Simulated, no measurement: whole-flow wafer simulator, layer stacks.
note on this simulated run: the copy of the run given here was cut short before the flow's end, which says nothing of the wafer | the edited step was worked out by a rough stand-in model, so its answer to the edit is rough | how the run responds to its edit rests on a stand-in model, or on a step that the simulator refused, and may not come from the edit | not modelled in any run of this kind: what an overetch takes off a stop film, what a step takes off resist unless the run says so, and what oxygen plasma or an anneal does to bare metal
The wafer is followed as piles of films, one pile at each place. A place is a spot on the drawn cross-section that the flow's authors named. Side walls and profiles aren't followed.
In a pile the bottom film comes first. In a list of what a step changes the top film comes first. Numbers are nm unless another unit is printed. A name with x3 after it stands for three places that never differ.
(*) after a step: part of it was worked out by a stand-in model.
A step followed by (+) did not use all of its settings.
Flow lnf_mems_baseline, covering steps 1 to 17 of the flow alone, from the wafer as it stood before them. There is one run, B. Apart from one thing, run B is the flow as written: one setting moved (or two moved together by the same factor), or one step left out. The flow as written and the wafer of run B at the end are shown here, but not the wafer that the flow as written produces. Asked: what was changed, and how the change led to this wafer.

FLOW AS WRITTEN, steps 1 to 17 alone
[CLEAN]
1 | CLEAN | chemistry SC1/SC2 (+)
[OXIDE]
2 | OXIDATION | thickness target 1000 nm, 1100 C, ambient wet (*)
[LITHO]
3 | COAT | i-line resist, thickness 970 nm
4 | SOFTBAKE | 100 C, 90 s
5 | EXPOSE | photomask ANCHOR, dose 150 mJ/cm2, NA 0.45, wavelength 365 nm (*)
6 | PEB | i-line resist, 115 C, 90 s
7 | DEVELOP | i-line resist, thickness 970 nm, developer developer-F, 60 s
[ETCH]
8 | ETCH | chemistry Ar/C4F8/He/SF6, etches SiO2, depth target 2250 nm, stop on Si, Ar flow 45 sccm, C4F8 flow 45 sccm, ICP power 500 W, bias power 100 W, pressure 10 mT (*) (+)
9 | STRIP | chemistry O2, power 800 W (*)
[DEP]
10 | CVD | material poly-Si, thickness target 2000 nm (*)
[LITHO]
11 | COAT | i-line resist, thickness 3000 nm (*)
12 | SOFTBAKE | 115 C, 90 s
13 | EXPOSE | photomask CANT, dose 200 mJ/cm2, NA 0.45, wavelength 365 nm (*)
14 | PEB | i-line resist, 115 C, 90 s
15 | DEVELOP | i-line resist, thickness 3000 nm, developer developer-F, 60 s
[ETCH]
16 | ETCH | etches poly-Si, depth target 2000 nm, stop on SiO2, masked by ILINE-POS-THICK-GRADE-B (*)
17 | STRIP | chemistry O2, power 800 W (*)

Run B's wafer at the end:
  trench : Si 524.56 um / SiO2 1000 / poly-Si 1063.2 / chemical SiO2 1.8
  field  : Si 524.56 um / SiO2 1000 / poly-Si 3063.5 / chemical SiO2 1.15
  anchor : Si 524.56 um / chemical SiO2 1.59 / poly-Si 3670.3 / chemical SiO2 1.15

Cause: step 10, CVD: thickness target 3064 nm was run, whereas the flow has thickness target 2000 nm.

Step by step, how the change led to this:
  10 | CVD | material poly-Si, thickness target 2000 nm (*)
      field, beam, trench, char_slit: poly-Si gains 3064 (new film) (as written it would have been: poly-Si gains 2000 (new film))
      anchor: poly-Si gains 3670.8 (new film) (as written it would have been: poly-Si gains 2322 (new film))
  11 | COAT | i-line resist, thickness 3000 nm (*)
      anchor: i-line resist gains 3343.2 (new film) (as written it would have been: i-line resist gains 3611.6 (new film))
  12 | SOFTBAKE | 115 C, 90 s
      field: i-line resist loses 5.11 (as written it would have been: i-line resist loses 6.66)
      anchor: i-line resist gains 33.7 (as written it would have been: i-line resist gains 45.4)
      (and at 2 other places as well)
  14 | PEB | i-line resist, 115 C, 90 s
      anchor: i-line resist loses 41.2 (as written it would have been: i-line resist loses 46.1)
  16 | ETCH | etches poly-Si, depth target 2000 nm, stop on SiO2, masked by ILINE-POS-THICK-GRADE-B (*)
      trench, char_slit: poly-Si loses 2000 (as written it would have been: poly-Si loses 2000 (all of it))
  17 | STRIP | chemistry O2, power 800 W (*)
      trench, char_slit: chemical SiO2 gains 1.8 (new film), poly-Si loses 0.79 (as written it would have been: nothing)
      anchor: chemical SiO2 gains 1.15 (new film), i-line resist loses 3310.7 (all of it), poly-Si loses 0.51 (as written it would have been: chemical SiO2 gains 1.17 (new film), i-line resist loses 3585.8 (all of it), poly-Si loses 0.52)
